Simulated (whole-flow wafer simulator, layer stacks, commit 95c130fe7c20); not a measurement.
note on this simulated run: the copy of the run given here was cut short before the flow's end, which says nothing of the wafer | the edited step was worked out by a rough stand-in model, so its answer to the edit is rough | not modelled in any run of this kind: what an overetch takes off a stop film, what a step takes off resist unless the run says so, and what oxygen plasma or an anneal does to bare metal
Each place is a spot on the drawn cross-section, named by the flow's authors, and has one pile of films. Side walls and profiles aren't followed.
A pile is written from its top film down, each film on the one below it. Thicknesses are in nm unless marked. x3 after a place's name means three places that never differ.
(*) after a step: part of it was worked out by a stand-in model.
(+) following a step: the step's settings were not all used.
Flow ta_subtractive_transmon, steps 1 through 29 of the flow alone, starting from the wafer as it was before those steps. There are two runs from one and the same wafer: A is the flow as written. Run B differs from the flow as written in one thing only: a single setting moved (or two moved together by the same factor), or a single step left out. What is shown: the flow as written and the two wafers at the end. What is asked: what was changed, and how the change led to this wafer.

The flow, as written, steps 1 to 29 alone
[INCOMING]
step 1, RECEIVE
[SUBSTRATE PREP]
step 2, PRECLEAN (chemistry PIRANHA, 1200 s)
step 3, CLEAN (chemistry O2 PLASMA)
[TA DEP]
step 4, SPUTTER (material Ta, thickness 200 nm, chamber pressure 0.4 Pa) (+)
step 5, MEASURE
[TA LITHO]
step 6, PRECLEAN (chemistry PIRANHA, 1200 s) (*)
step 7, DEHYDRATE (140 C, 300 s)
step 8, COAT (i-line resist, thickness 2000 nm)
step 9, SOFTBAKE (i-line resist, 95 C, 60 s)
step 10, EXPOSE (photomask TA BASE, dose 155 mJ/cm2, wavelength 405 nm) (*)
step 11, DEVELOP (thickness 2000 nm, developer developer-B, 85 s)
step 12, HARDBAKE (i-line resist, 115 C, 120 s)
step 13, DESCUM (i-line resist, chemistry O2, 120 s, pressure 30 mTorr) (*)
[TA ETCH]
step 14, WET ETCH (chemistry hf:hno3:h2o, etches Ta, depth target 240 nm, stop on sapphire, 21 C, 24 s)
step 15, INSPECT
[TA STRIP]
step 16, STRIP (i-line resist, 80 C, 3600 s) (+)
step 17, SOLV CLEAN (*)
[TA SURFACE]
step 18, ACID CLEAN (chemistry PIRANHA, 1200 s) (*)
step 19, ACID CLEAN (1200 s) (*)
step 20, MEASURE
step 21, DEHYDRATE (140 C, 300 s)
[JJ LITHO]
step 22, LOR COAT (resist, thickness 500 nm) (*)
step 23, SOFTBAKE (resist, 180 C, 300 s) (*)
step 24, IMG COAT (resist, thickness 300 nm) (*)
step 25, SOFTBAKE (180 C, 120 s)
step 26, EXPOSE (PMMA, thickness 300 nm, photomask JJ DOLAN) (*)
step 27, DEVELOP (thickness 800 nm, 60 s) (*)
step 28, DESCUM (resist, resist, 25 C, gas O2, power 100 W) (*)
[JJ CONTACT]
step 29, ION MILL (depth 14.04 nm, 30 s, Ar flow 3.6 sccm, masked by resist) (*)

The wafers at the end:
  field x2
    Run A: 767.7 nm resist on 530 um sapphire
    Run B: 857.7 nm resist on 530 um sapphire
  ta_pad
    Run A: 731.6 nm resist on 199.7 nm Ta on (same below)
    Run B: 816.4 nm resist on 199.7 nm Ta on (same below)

What caused this: step 24, IMG COAT: thickness 390 nm was run, whereas the flow has thickness 300 nm.

The path from the change to this, step by step:
  step 24, IMG COAT (resist, thickness 300 nm) (*)
      field x2, jj_line: A resist gains 300 | B resist gains 390
      lead: A resist gains 312.6 | B resist gains 405.3
      (as well as at 2 more places)
  step 27, DEVELOP (thickness 800 nm, 60 s) (*)
      jj_line: A resist loses 800 (all of it) | B resist loses 890 (all of it)
      lead: A resist loses 867.4 (all of it) | B resist loses 960.1 (all of it)
      (as well as at 1 more place)
